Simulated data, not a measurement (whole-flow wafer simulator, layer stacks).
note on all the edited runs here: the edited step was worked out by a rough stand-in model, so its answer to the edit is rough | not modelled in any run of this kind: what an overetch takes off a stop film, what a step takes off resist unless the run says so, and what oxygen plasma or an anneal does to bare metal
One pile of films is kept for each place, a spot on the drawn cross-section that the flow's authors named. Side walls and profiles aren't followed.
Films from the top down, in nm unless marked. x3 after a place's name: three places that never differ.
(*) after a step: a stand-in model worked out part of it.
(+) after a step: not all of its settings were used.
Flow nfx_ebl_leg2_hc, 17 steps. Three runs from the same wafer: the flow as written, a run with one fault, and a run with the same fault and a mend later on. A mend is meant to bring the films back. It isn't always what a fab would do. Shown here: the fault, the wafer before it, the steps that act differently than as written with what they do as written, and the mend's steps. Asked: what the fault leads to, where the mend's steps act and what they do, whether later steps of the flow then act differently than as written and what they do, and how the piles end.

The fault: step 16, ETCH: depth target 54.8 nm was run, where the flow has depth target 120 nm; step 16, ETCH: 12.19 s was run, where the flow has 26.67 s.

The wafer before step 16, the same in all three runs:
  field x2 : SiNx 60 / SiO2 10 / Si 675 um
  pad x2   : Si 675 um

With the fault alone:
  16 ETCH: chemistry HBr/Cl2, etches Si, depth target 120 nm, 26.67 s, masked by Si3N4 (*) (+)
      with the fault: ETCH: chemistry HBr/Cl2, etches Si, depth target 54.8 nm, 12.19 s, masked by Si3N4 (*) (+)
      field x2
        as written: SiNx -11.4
        with the fault: SiNx -5.22
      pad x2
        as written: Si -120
        with the fault: Si -54.8
  No later step of the flow acts differently than as written at any place that is followed.
  At the end the piles differ from the flow's by more than 2% or 0.5 nm, whichever is larger, at field x2.
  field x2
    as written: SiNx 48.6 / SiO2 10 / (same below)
    with the fault: SiNx 54.8 / SiO2 10 / (same below)

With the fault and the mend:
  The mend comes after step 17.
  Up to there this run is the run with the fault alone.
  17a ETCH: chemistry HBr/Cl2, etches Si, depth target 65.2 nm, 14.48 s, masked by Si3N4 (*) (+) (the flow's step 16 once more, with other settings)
      field x2
        SiNx -6.21
      pad x2
        Si -65.2
  No later step of the flow acts differently than as written at any place that is followed.
  At the end the piles are the same as the flow's at every place that both follow.
